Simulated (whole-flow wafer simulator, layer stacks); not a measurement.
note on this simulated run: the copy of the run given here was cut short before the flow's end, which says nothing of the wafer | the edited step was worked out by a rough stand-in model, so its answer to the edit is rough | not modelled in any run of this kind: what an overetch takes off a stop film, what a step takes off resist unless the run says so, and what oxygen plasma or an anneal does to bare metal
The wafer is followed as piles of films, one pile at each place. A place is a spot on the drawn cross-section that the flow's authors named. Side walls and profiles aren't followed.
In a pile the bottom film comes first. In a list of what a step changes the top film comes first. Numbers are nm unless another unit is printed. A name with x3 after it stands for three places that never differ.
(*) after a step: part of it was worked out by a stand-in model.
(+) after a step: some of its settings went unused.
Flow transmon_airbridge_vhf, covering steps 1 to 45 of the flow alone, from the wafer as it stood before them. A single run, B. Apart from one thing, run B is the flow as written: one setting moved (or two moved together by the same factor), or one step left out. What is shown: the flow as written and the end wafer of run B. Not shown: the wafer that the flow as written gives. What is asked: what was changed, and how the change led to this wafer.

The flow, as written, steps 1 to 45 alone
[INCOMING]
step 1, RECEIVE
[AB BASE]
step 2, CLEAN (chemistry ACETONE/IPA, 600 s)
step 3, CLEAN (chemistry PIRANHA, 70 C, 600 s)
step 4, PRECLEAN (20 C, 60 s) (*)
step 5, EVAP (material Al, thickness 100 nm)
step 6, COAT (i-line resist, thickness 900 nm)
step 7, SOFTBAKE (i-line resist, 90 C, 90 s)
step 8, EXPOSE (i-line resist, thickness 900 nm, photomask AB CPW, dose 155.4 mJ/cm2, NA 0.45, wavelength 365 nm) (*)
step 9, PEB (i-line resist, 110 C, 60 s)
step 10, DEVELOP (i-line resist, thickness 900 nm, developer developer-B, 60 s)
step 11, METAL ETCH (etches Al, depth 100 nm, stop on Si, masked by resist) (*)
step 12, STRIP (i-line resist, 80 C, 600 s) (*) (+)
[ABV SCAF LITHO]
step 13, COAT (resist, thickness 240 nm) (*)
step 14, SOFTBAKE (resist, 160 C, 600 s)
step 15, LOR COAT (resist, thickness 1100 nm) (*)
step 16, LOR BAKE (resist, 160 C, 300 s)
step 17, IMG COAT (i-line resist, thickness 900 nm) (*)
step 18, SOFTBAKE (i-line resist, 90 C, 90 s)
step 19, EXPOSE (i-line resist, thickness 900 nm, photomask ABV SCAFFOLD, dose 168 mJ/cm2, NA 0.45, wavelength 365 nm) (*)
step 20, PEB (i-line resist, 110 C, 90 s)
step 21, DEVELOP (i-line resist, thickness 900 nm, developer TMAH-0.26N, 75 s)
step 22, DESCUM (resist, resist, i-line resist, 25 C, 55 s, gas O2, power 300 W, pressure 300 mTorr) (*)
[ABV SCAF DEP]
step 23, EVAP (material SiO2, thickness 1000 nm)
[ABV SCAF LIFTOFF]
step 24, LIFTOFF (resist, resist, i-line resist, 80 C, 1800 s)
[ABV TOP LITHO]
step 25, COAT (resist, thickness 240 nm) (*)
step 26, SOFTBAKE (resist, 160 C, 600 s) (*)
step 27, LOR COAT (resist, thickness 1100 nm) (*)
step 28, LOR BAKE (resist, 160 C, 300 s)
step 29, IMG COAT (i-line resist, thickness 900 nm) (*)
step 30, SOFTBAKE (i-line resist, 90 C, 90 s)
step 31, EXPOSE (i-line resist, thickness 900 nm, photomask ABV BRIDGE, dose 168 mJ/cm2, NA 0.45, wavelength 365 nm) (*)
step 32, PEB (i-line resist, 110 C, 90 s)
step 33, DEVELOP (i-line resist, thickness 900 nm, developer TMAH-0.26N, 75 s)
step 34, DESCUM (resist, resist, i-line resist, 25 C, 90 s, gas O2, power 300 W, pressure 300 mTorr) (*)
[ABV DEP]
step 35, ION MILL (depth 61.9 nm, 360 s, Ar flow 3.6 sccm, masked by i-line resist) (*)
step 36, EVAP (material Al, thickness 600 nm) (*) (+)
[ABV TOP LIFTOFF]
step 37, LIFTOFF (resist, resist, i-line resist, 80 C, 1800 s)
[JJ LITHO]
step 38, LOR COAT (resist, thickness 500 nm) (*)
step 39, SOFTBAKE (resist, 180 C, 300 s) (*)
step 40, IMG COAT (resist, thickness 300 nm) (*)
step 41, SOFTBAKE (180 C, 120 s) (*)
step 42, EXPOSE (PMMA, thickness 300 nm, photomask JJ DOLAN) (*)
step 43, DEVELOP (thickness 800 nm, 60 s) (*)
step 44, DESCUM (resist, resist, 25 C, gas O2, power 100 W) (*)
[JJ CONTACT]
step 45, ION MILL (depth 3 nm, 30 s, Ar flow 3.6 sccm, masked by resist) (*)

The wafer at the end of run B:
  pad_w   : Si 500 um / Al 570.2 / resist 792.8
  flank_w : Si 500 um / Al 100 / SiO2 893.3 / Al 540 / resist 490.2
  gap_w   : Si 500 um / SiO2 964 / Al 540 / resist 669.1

The reason: step 36, EVAP: thickness 540 nm was run, though the flow has thickness 600 nm.
The wafer lets one read it off: flank_w has Al 540, and step 36 as written asks for 600 nm.

Step by step, how the change led to this:
  step 36, EVAP (material Al, thickness 600 nm) (*) (+)
      field x3, jj_line, ground_far and 10 more: +540 Al (new film) (in the flow as written it would be: +600 Al (new film))
      pad_w, pad_e: +532.1 Al (in the flow as written it would be: +591.2 Al)
  step 37, LIFTOFF (resist, resist, i-line resist, 80 C, 1800 s)
      field x3, jj_line, trace_open_s x2: -540 Al (all of it), -600 i-line resist (all of it), -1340 resist (all of it) (in the flow as written it would be: -600 Al (all of it), -600 i-line resist (all of it), -1340 resist (all of it))
      margin_s, margin_n: -540 Al (all of it), -318.3 i-line resist (all of it), -992 resist (all of it) (in the flow as written it would be: -600 Al (all of it), -318.3 i-line resist (all of it), -992 resist (all of it))
      (also at 1 further place)
